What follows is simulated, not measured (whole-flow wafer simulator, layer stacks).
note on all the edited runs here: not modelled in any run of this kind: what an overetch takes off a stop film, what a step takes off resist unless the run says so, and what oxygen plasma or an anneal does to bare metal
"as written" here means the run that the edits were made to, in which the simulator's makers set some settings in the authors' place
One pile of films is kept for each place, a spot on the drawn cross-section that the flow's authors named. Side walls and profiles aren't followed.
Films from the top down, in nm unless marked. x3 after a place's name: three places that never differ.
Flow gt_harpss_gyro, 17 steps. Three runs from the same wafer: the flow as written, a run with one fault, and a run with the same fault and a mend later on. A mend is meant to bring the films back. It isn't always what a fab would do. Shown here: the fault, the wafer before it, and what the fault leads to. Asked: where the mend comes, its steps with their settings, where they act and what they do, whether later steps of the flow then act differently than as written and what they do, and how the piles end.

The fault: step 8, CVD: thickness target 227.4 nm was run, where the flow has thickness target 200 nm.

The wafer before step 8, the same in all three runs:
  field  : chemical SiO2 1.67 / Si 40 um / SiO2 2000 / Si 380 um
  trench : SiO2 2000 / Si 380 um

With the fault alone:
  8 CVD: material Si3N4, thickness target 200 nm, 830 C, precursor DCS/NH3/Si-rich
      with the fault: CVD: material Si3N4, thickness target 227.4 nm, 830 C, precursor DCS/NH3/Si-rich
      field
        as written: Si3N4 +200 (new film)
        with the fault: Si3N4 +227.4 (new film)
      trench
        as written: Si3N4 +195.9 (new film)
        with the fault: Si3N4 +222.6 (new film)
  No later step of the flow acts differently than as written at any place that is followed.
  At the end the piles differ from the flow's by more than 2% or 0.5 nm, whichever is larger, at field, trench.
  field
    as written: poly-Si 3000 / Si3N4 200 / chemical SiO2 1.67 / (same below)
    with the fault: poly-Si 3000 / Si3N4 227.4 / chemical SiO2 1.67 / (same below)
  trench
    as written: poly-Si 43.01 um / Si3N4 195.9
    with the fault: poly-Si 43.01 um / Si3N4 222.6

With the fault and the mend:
  The mend comes after step 8.
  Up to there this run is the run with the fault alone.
  8a ETCH: chemistry h3po4, depth target 261.4 nm
      field
        Si3N4 -227.4 (all of it)
      trench
        Si3N4 -222.6 (all of it)
  8b CLEAN: chemistry SPM (the flow's step 1 once more)
      changes no film at any place that is followed
  8c CVD: material Si3N4, thickness target 200 nm, 830 C, precursor DCS/NH3/Si-rich (the flow's step 8 once more)
      field
        Si3N4 +200 (new film)
      trench
        Si3N4 +195.9 (new film)
  No later step of the flow acts differently than as written at any place that is followed.
  At the end the piles are the same as the flow's at every place that both follow.
